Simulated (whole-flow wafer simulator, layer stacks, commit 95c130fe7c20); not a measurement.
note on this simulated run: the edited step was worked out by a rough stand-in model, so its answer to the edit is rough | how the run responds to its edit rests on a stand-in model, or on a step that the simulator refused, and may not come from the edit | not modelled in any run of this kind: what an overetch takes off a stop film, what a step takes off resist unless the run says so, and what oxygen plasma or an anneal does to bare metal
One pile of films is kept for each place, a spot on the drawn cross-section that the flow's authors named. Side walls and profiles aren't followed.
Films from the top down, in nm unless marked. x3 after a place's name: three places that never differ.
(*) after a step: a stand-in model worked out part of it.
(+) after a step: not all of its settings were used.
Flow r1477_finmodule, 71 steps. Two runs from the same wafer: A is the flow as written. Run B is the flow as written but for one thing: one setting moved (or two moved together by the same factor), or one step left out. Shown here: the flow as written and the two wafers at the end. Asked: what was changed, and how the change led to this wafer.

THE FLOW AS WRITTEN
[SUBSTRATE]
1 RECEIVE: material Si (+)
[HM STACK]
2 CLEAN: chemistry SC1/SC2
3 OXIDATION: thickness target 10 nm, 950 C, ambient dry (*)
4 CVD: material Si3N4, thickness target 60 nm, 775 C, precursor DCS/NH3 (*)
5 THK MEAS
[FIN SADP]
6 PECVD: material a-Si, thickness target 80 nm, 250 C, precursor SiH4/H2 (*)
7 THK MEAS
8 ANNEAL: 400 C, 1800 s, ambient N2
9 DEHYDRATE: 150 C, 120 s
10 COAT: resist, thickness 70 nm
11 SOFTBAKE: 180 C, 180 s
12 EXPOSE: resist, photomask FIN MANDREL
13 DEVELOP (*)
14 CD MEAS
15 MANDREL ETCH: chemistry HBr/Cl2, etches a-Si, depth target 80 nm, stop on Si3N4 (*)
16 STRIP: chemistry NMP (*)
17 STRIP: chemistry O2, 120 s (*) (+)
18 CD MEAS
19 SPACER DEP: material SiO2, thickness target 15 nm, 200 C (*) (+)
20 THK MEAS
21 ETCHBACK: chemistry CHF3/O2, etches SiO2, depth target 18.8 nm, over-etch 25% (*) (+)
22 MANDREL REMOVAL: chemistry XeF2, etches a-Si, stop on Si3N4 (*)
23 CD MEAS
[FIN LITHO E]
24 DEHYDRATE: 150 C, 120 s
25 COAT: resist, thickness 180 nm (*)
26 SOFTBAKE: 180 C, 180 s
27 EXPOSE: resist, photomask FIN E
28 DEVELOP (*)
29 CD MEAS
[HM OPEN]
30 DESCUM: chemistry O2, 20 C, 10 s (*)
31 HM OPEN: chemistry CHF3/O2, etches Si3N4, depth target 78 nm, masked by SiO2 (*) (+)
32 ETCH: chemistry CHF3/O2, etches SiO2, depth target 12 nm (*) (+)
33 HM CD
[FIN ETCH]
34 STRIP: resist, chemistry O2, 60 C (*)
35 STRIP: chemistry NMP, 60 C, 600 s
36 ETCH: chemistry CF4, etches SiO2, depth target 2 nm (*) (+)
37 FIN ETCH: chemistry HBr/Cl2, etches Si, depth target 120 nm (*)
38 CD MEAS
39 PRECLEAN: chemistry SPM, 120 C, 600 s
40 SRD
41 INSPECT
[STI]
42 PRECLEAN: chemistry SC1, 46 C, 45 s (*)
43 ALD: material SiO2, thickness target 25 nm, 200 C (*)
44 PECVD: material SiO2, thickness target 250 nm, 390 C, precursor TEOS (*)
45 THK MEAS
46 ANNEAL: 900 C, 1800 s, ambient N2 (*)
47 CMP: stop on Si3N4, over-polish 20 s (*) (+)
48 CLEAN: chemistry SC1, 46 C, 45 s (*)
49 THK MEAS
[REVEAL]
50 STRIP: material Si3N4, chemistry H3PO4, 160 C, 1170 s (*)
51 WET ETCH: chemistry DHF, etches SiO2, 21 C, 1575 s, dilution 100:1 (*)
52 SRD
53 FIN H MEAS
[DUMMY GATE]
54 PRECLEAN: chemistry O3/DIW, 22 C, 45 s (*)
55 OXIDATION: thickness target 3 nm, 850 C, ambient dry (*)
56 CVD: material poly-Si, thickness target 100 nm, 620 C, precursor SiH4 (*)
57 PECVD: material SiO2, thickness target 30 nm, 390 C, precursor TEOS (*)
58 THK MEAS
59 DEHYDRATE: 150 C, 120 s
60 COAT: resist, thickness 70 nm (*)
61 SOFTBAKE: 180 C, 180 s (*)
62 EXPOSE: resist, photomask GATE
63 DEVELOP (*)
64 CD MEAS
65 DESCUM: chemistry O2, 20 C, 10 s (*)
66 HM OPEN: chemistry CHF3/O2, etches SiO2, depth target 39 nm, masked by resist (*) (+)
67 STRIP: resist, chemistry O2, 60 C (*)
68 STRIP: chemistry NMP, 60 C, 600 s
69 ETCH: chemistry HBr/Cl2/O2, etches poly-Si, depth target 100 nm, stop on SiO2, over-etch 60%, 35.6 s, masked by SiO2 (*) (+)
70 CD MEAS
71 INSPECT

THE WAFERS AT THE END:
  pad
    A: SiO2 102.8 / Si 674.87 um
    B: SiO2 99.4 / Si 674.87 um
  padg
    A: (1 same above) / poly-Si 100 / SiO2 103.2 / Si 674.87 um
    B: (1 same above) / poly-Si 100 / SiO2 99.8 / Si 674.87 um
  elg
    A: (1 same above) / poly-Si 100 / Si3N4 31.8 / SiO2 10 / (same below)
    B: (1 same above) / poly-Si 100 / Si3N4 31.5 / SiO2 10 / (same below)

The cause: step 6, PECVD: thickness target 64 nm was run, where the flow has thickness target 80 nm.

How the change led to this, step by step:
  6 PECVD: material a-Si, thickness target 80 nm, 250 C, precursor SiH4/H2 (*)
      pad, padg, elg and 33 more: A a-Si +80 (new film) | B a-Si +64 (new film)
  15 MANDREL ETCH: chemistry HBr/Cl2, etches a-Si, depth target 80 nm, stop on Si3N4 (*)
      pad, padg, elg and 27 more: A a-Si -80 (all of it) | B a-Si -64 (all of it)
  21 ETCHBACK: chemistry CHF3/O2, etches SiO2, depth target 18.8 nm, over-etch 25% (*) (+)
      s40sg_line, s45sg_line, s50sg_line, s40so_line, s45so_line, s50so_line: A SiO2 +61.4 | B SiO2 +45.4
  22 MANDREL REMOVAL: chemistry XeF2, etches a-Si, stop on Si3N4 (*)
      s40cg, s45cg, s50cg, s40co, s45co, s50co: A a-Si -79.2 (all of it) | B a-Si -63.2 (all of it)
  25 COAT: resist, thickness 180 nm (*)
      s40cg, s40co: A resist +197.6 (new film) | B resist +193.6 (new film)
      s40sg_line, s40so_line: A resist +121.2 (new film) | B resist +133.2 (new film)
      (and at 8 more places)
  28 DEVELOP (*)
      s40cg, s40co: A resist -197.6 (all of it) | B resist -193.6 (all of it)
      s40sg_line, s40so_line: A resist -121.2 (all of it) | B resist -133.2 (all of it)
      (and at 8 more places)
  37 FIN ETCH: chemistry HBr/Cl2, etches Si, depth target 120 nm (*)
      s40sg_line, s45sg_line, s50sg_line, s40so_line, s45so_line, s50so_line: A SiO2 -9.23 | B SiO2 -7.4 (all of it), Si3N4 -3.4
  43 ALD: material SiO2, thickness target 25 nm, 200 C (*)
      s40sg_line, s45sg_line, s50sg_line, s40so_line, s45so_line, s50so_line: A SiO2 +25 | B SiO2 +25 (new film)
      s40cg, s45cg, s50cg, s40co, s45co, s50co: A SiO2 +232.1 (new film) | B SiO2 +214.6 (new film)
  47 CMP: stop on Si3N4, over-polish 20 s (*) (+)
      pad, padg, e40sg and 11 more: A SiO2 -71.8 | B SiO2 -75.2
      s40cg, s45cg, s50cg, s40co, s45co, s50co: A SiO2 -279 | B SiO2 -264.9
      (and at 7 more places)
  50 STRIP: material Si3N4, chemistry H3PO4, 160 C, 1170 s (*)
      s40sg_line, s45sg_line, s50sg_line, s40so_line, s45so_line, s50so_line: A Si3N4 -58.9 (all of it), SiO2 -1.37 | B Si3N4 -55.5 (all of it), SiO2 -1.47
  51 WET ETCH: chemistry DHF, etches SiO2, 21 C, 1575 s, dilution 100:1 (*)
      elg, e40lg, e100lg, e200lg, elo, e40lo, e100lo, e200lo: A SiO2 -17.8 (all of it), Si3N4 -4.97 | B SiO2 -14.5 (all of it), Si3N4 -5.25
  56 CVD: material poly-Si, thickness target 100 nm, 620 C, precursor SiH4 (*)
      s40cg, s40co: A poly-Si +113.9 (new film) | B poly-Si +117.3 (new film)
      s45cg, s45co: A poly-Si +113.4 (new film) | B poly-Si +116.8 (new film)
      (and at 2 more places)
  60 COAT: resist, thickness 70 nm (*)
      e40sg, eso, e40so: A resist +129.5 (new film) | B resist +132.4 (new film)
      e100sg, e100so: A resist +129.4 (new film) | B resist +132.4 (new film)
      (and at 8 more places)
  63 DEVELOP (*)
      eso, e40so: A resist -129.5 (all of it) | B resist -132.4 (all of it)
      e100so: A resist -129.4 (all of it) | B resist -132.4 (all of it)
      (and at 4 more places)
  67 STRIP: resist, chemistry O2, 60 C (*)
      e40sg: A resist -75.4 (all of it) | B resist -78.3 (all of it)
      e100sg: A resist -75.3 (all of it) | B resist -78.3 (all of it)
      (and at 4 more places)
  69 ETCH: chemistry HBr/Cl2/O2, etches poly-Si, depth target 100 nm, stop on SiO2, over-etch 60%, 35.6 s, masked by SiO2 (*) (+)
      s40co: A chemical SiO2 -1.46 (all of it), poly-Si -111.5 (all of it), SiO2 -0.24 | B chemical SiO2 -1.47 (all of it), poly-Si -114.9 (all of it), SiO2 -0.23
      s45co: A chemical SiO2 -1.46 (all of it), poly-Si -110.9 (all of it), SiO2 -0.25 | B chemical SiO2 -1.47 (all of it), poly-Si -114.3 (all of it), SiO2 -0.23
      (and at 1 more place)
